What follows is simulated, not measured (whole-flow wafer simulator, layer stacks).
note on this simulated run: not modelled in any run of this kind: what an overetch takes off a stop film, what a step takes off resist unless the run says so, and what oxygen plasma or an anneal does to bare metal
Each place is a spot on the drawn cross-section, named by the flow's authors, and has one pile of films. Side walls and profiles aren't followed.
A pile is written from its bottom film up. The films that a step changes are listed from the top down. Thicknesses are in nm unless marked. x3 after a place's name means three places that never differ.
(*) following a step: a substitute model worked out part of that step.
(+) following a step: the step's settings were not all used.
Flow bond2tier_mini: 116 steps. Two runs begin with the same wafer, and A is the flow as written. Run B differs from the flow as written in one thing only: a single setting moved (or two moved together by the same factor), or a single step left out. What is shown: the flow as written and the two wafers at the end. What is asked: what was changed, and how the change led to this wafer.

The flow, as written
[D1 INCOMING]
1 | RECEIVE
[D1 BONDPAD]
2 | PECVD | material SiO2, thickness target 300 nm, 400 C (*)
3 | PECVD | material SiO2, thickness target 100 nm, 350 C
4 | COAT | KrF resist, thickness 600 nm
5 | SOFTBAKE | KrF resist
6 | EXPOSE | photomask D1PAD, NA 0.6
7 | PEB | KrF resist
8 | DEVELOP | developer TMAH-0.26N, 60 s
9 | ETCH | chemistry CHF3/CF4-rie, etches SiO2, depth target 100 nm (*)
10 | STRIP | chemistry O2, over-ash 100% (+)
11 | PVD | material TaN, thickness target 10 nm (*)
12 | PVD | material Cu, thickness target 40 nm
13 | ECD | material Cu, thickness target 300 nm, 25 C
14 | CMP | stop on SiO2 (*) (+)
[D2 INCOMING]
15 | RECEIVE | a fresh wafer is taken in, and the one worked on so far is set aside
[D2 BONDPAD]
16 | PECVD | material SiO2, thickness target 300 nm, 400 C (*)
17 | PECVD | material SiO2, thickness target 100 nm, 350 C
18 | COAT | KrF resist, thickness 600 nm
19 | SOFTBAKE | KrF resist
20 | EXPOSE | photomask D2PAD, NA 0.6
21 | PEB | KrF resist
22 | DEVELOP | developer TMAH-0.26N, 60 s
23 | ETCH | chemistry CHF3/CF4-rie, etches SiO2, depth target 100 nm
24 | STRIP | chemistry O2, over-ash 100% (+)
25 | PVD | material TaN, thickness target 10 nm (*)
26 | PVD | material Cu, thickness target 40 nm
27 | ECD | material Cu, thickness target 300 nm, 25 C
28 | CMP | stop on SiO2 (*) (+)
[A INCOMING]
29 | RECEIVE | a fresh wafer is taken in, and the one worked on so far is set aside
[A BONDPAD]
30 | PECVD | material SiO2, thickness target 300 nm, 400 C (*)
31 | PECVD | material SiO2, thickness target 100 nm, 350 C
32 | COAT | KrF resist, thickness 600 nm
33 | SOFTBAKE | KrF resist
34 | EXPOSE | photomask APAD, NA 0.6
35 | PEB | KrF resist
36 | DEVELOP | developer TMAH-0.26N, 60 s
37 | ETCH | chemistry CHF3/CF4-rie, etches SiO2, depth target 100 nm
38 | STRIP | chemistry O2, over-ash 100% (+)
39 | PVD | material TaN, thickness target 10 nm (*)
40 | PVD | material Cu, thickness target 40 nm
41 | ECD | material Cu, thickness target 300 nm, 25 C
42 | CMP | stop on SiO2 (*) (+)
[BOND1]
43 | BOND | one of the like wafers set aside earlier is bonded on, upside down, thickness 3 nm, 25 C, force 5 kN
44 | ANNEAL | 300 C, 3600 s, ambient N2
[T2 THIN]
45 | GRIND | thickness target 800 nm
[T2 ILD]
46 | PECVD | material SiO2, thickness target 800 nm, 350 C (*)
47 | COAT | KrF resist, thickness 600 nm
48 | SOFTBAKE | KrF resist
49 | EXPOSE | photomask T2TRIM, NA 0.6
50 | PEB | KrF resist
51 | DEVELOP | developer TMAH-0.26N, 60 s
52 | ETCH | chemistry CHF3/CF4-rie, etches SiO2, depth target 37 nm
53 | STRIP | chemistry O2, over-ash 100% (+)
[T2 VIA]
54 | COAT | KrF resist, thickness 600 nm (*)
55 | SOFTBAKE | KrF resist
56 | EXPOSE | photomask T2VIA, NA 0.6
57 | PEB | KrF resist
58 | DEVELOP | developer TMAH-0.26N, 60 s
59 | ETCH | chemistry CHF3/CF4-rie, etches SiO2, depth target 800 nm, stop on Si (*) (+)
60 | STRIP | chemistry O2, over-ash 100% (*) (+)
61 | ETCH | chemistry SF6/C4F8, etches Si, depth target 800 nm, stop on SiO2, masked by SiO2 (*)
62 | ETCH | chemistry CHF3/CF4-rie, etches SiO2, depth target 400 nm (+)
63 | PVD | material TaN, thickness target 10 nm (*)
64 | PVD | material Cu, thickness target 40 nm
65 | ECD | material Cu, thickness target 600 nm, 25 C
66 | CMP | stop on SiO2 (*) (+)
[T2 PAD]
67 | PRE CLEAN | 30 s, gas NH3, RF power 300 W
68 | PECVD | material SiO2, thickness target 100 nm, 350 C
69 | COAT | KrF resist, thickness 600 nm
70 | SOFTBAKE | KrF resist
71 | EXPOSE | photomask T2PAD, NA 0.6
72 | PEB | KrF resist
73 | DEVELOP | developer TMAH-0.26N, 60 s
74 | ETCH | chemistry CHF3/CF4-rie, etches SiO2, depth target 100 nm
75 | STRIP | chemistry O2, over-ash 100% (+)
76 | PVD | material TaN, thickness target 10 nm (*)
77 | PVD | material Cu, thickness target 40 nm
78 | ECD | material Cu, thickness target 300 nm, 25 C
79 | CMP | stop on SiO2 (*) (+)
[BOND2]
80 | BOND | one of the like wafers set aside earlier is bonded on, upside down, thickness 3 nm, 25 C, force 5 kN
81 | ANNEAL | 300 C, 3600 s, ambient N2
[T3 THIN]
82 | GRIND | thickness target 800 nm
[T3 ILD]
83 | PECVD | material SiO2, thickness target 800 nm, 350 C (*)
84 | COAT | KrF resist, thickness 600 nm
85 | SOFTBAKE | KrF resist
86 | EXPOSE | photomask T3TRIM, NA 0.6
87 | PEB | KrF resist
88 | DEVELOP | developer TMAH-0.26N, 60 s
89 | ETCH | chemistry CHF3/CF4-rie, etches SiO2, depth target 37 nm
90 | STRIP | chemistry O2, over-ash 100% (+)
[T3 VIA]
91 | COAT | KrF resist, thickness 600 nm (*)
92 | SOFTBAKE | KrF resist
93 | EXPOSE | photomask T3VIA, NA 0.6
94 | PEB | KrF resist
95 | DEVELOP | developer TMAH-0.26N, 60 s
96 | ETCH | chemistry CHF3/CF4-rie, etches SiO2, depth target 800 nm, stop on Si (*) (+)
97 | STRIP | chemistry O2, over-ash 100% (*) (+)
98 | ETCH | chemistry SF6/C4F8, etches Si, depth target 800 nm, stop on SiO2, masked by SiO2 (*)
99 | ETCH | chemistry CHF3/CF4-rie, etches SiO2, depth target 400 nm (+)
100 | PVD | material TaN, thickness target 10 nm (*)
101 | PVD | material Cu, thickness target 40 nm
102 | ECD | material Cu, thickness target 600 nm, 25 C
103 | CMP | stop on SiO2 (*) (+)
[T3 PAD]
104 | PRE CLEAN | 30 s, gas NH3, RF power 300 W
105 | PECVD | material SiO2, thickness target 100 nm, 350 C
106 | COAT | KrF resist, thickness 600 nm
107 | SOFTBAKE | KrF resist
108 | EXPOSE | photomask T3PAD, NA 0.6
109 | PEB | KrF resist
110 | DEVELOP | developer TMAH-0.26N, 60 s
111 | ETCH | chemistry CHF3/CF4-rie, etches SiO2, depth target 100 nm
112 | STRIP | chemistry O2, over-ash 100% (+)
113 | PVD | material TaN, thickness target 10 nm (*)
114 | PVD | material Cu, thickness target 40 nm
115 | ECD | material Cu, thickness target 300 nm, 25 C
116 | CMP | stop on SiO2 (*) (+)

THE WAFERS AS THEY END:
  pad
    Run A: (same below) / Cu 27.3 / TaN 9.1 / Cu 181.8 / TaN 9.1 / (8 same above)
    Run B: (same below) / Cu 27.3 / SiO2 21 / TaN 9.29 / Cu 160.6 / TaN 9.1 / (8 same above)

What caused this: step 74, ETCH: depth target 79 nm was run, though the flow has depth target 100 nm.

Step by step, how the change led to this:
  74 | ETCH | chemistry CHF3/CF4-rie, etches SiO2, depth target 100 nm
      pad: A -100 SiO2 (all of it) | B -79 SiO2
      field: A -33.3 KrF resist | B -26.3 KrF resist
  78 | ECD | material Cu, thickness target 300 nm, 25 C
      pad: A +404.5 Cu | B +382.6 Cu
If metal films that touch count as one body, pad has 4 bodies (between them, from the top down: SiO2 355 / Si 800 / chemical SiO2 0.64 / SiO2 300; SiO2 21; SiO2 355 / Si 800 / chemical SiO2 0.64 / SiO2 300); the flow as written gives 3 bodies (between them, from the top down: SiO2 355 / Si 800 / chemical SiO2 0.64 / SiO2 300; SiO2 355 / Si 800 / chemical SiO2 0.64 / SiO2 300).
